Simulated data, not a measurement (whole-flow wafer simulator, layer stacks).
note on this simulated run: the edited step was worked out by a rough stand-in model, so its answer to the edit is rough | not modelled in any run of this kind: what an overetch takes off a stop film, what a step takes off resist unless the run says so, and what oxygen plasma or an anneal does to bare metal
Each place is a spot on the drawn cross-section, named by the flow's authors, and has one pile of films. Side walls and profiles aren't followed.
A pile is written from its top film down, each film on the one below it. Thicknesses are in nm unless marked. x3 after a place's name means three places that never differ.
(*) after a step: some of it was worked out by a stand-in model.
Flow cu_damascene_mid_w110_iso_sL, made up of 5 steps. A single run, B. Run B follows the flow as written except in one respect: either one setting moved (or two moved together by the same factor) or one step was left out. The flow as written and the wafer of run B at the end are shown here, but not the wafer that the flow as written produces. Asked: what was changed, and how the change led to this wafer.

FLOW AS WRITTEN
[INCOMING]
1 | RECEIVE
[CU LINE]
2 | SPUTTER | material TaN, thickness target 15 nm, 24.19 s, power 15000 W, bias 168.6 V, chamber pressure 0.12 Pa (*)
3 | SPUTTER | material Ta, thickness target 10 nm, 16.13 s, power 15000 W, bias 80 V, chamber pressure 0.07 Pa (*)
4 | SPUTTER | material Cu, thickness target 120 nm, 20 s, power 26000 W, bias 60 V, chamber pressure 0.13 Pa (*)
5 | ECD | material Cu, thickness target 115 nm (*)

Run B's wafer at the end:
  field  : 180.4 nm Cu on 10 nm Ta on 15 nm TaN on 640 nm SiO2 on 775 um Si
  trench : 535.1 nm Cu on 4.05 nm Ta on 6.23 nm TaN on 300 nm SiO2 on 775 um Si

The reason: step 5, ECD: thickness target 60.4 nm was run, while the flow as written has thickness target 115 nm.

How this came from the change, step by step:
  5 | ECD | material Cu, thickness target 115 nm (*)
      field: Cu gains 60.4 (in the flow as written it would be: Cu gains 115)
      trench: Cu gains 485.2 (in the flow as written it would be: Cu gains 539.8)
